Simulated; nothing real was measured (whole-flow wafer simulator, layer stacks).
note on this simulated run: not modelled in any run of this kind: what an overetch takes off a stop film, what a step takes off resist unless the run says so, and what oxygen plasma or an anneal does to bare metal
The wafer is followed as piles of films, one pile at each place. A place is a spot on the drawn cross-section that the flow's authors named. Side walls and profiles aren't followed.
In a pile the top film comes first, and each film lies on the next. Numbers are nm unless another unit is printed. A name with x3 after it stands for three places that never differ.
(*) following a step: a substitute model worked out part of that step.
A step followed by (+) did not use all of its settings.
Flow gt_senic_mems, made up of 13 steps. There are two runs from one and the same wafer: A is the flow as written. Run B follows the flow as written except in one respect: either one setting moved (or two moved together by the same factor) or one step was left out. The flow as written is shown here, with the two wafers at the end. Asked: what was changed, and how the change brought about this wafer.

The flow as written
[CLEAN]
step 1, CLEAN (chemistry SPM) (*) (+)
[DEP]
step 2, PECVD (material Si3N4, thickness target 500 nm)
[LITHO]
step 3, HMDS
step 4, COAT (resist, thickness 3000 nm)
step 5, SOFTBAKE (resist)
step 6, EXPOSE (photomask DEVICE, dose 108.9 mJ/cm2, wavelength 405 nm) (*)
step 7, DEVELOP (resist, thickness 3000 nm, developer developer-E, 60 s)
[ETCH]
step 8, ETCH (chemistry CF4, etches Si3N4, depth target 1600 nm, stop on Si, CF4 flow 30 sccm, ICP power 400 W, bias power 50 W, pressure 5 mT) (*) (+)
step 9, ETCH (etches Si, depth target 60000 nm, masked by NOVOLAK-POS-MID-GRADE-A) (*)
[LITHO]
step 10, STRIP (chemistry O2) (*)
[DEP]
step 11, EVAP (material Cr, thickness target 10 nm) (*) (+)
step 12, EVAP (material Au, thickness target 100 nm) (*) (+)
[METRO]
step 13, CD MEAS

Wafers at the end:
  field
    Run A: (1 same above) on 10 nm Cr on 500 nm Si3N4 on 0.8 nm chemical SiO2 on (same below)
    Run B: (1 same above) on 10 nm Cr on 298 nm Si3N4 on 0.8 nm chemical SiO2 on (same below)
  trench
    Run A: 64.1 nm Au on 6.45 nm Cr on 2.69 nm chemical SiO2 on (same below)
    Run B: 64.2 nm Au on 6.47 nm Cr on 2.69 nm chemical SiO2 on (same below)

The reason: step 2, PECVD: thickness target 298 nm was run, while the flow as written has thickness target 500 nm.
The wafer itself shows it: field has Si3N4 298, and step 2 as written asks for 500 nm.

How this came from the change, step by step:
  step 2, PECVD (material Si3N4, thickness target 500 nm)
      field, trench: A +500 Si3N4 (new film) | B +298 Si3N4 (new film)
  step 8, ETCH (chemistry CF4, etches Si3N4, depth target 1600 nm, stop on Si, CF4 flow 30 sccm, ICP power 400 W, bias power 50 W, pressure 5 mT) (*) (+)
      field: A -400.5 resist | B -265.9 resist
      trench: A -500 Si3N4 (all of it), -0.8 chemical SiO2 (all of it) | B -298 Si3N4 (all of it), -0.8 chemical SiO2 (all of it)
  step 10, STRIP (chemistry O2) (*)
      field: A -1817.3 resist (all of it) | B -1952 resist (all of it)
